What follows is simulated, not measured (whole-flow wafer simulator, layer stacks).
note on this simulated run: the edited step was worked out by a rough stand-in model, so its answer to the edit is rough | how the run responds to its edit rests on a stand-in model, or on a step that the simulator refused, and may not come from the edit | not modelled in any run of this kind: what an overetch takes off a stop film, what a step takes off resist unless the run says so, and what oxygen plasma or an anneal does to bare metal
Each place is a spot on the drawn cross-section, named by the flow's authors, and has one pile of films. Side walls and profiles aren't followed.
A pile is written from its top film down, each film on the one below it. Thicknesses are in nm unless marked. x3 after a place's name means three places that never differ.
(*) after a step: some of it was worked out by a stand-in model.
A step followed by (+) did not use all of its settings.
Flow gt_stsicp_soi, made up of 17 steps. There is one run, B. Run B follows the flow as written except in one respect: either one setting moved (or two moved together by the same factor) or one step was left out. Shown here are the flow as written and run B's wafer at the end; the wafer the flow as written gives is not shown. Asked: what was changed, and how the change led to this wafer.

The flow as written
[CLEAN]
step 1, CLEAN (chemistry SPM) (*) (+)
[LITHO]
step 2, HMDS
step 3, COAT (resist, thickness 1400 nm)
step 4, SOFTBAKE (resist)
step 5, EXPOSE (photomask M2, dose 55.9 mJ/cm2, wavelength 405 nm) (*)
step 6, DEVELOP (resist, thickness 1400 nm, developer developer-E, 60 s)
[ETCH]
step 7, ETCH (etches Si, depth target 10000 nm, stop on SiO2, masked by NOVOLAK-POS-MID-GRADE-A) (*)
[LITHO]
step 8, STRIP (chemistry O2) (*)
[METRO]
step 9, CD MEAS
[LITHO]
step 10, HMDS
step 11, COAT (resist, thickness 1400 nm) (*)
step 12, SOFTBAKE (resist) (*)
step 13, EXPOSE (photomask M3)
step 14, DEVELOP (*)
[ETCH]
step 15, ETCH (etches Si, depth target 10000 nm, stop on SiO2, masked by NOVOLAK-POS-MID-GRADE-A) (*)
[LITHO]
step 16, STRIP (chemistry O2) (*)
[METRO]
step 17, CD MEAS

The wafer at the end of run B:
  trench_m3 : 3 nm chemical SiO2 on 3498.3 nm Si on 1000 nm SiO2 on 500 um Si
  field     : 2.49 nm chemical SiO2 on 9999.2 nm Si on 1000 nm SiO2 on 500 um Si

Cause: step 15, ETCH: depth target 6500 nm was run, whereas the flow has depth target 10000 nm.

How this came from the change, step by step:
  step 15, ETCH (etches Si, depth target 10000 nm, stop on SiO2, masked by NOVOLAK-POS-MID-GRADE-A) (*)
      trench_m3: chemical SiO2 loses 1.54 (all of it), Si loses 6500 (it would be, as written: chemical SiO2 loses 1.54 (all of it), Si loses 9999.6 (all of it))
      field, trench_m2: resist loses 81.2 (it would be, as written: resist loses 125)
  step 16, STRIP (chemistry O2) (*)
      trench_m3: chemical SiO2 gains 3 (new film), Si loses 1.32 (it would be, as written: nothing)
      field: resist loses 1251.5 (all of it), chemical SiO2 gains 0.94, Si loses 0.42 (it would be, as written: resist loses 1207.8 (all of it), chemical SiO2 gains 0.94, Si loses 0.41)
